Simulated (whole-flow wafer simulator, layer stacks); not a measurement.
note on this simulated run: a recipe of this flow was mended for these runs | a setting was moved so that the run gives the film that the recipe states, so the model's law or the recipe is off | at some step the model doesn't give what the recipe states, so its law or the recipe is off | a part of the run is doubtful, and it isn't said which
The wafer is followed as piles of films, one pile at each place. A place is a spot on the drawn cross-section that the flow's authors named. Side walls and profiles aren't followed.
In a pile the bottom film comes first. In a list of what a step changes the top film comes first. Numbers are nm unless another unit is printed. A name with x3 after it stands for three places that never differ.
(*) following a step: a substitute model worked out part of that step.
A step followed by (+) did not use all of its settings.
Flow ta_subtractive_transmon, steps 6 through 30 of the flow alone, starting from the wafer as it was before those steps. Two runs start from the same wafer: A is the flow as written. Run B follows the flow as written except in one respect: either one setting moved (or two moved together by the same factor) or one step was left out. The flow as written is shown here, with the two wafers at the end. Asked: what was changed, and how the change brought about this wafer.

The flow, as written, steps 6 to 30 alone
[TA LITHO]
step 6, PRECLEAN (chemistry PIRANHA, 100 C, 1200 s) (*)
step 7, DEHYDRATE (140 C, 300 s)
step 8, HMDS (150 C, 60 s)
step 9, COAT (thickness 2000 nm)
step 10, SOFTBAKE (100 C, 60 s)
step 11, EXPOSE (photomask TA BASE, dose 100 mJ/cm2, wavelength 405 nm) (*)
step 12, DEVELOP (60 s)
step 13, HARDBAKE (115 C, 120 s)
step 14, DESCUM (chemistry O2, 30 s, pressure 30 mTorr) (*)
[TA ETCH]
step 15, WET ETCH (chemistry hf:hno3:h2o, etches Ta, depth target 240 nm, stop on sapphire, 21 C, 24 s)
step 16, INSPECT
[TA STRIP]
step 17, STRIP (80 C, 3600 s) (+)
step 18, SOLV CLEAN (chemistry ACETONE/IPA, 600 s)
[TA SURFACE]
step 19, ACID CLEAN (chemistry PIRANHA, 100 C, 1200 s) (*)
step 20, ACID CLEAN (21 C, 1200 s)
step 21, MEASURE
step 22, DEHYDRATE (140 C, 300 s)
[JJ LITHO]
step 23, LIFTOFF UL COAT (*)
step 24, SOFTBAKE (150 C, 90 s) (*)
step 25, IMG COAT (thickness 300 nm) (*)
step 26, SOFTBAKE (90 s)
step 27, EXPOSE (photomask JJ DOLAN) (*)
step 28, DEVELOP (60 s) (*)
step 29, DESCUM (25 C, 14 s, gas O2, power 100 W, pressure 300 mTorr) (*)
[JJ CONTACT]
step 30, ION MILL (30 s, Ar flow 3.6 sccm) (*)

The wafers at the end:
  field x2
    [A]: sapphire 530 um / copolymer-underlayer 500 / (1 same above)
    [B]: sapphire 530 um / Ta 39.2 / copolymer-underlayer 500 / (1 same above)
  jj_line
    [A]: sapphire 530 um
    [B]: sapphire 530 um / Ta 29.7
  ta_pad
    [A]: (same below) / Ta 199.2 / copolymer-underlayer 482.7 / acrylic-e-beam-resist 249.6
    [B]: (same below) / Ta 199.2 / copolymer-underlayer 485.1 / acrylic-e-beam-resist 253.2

Cause: step 15, WET ETCH: depth target 160 nm was run, while the flow as written has depth target 240 nm; step 15, WET ETCH: 16 s was run, where the flow has 24 s.

The path from the change to this, step by step:
  step 15, WET ETCH (chemistry hf:hno3:h2o, etches Ta, depth target 240 nm, stop on sapphire, 21 C, 24 s)
      field x2, jj_line, lead: A -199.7 Ta (all of it) | B -160 Ta
  step 23, LIFTOFF UL COAT (*)
      ta_contact: A +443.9 copolymer-underlayer (new film) | B +454.1 copolymer-underlayer (new film)
  step 28, DEVELOP (60 s) (*)
      ta_contact: A -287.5 acrylic-e-beam-resist (all of it), -443.9 copolymer-underlayer (all of it) | B -290 acrylic-e-beam-resist (all of it), -454.1 copolymer-underlayer (all of it)
  step 30, ION MILL (30 s, Ar flow 3.6 sccm) (*)
      jj_line, lead: A -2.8 sapphire | B -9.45 Ta
Taking metal films that touch as one body, field x2 has 1 body; the flow as written gives 0 bodies.
Taking metal films that touch as one body, jj_line has 1 body; the flow as written gives 0 bodies.
